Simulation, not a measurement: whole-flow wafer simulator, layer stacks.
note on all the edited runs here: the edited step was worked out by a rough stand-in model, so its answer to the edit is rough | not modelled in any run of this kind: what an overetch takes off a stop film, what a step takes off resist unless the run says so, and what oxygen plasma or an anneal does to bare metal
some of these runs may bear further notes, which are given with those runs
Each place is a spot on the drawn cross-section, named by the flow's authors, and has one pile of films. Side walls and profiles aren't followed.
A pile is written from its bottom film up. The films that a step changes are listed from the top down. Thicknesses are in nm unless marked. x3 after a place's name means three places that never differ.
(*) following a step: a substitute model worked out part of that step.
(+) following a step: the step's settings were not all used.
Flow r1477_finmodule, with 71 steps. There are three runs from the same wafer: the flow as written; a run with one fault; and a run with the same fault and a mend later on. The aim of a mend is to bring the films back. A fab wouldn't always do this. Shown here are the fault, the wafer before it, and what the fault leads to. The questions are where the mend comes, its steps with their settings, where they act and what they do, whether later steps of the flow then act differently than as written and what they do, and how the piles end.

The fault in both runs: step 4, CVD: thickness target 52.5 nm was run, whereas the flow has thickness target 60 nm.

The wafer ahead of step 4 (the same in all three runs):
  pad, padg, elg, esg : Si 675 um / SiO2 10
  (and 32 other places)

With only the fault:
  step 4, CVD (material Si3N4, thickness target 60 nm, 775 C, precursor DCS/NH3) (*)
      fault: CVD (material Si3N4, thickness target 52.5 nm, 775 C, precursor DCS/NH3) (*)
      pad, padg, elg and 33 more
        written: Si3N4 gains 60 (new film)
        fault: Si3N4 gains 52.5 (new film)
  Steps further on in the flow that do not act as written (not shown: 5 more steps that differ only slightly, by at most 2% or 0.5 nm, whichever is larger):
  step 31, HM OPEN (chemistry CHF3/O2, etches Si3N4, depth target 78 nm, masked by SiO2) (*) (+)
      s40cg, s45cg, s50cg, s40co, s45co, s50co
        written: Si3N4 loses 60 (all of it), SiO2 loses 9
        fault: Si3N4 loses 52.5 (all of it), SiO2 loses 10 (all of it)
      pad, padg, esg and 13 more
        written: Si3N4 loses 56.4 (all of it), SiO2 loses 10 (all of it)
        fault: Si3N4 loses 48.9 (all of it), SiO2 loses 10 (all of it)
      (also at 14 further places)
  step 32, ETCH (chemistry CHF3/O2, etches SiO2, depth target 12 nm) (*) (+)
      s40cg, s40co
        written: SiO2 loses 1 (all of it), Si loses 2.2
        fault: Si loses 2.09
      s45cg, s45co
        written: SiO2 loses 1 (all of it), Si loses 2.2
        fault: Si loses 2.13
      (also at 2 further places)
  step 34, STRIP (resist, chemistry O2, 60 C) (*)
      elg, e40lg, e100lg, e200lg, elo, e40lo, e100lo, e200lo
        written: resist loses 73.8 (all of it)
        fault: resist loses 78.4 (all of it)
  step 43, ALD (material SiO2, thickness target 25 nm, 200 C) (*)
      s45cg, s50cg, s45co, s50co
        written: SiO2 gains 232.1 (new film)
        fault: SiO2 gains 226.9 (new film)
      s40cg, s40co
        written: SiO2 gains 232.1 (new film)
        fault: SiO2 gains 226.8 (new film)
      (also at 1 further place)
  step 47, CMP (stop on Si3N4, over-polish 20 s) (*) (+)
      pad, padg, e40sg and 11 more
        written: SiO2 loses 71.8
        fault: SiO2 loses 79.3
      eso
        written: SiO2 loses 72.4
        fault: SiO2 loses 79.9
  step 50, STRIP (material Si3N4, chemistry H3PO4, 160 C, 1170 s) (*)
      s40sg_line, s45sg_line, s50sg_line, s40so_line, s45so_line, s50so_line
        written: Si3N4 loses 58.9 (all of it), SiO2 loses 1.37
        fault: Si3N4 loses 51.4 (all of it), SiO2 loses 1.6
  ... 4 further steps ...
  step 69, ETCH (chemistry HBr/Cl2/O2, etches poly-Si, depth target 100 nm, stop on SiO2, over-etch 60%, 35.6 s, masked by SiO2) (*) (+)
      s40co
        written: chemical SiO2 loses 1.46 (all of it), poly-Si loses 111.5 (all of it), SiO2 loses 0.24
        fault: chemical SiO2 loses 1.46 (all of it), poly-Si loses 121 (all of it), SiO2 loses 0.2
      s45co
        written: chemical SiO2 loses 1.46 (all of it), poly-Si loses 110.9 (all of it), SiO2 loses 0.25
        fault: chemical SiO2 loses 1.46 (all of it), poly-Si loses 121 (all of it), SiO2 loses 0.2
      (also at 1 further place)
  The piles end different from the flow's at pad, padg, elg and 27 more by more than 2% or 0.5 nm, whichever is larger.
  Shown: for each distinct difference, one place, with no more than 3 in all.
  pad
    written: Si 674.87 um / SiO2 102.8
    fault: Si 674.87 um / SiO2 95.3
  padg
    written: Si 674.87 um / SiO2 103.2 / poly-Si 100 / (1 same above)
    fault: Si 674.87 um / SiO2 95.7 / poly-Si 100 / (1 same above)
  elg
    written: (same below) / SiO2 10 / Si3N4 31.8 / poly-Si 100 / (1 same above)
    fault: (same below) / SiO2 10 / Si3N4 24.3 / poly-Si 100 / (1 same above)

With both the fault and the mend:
  The mend follows step 5.
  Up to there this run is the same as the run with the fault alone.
  step 5a, CVD (material Si3N4, thickness target 7.5 nm, 775 C, precursor DCS/NH3) (*) (a further turn of the flow's step 4, with different settings)
      pad, padg, elg and 33 more
        Si3N4 gains 7.5
  Later steps of the flow that are run all act as written at every place that is followed.
  At every place that both follow, the piles at the end match the flow's.
